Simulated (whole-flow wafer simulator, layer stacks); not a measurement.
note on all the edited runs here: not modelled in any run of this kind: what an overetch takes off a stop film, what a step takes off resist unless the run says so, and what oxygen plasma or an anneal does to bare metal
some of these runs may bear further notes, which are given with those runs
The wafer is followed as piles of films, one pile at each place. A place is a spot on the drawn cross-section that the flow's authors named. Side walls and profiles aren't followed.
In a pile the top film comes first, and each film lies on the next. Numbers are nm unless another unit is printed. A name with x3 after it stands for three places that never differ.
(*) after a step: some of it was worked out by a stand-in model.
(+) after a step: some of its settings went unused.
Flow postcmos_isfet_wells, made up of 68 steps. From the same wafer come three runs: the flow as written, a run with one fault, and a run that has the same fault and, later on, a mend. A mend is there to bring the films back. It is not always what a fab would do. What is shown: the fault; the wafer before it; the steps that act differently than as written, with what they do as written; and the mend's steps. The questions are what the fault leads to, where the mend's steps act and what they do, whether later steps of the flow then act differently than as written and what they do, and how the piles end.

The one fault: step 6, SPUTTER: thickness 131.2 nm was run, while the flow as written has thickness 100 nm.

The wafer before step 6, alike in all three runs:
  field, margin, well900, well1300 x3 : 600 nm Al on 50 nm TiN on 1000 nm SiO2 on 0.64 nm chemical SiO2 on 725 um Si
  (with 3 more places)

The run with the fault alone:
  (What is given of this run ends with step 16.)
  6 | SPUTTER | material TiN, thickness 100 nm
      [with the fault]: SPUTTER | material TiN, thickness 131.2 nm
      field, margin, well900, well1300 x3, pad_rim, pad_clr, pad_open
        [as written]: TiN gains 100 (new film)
        [with the fault]: TiN gains 131.2 (new film)
  Steps later in the flow that act otherwise than as written:
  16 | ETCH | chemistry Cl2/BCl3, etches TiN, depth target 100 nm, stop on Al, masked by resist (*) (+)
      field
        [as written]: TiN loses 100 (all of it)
        [with the fault]: TiN loses 100
  Once step 16 is done, the piles at field, margin, well900, well1300 x3, pad_rim, pad_clr, pad_open depart from the flow's by more than 2% or 0.5 nm, whichever is larger.
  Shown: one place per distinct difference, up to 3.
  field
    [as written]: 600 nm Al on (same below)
    [with the fault]: 31.2 nm TiN on 600 nm Al on (same below)
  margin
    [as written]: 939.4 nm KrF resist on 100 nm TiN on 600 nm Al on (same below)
    [with the fault]: 939.4 nm KrF resist on 131.2 nm TiN on 600 nm Al on (same below)

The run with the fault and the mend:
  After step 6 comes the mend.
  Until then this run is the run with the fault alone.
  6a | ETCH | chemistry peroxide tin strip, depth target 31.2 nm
      field, margin, well900, well1300 x3, pad_rim, pad_clr, pad_open
        TiN loses 31.2
  None of the later steps of the flow acts differently than as written at any place that is followed.
  By the end, the piles equal the flow's at every place that both follow.
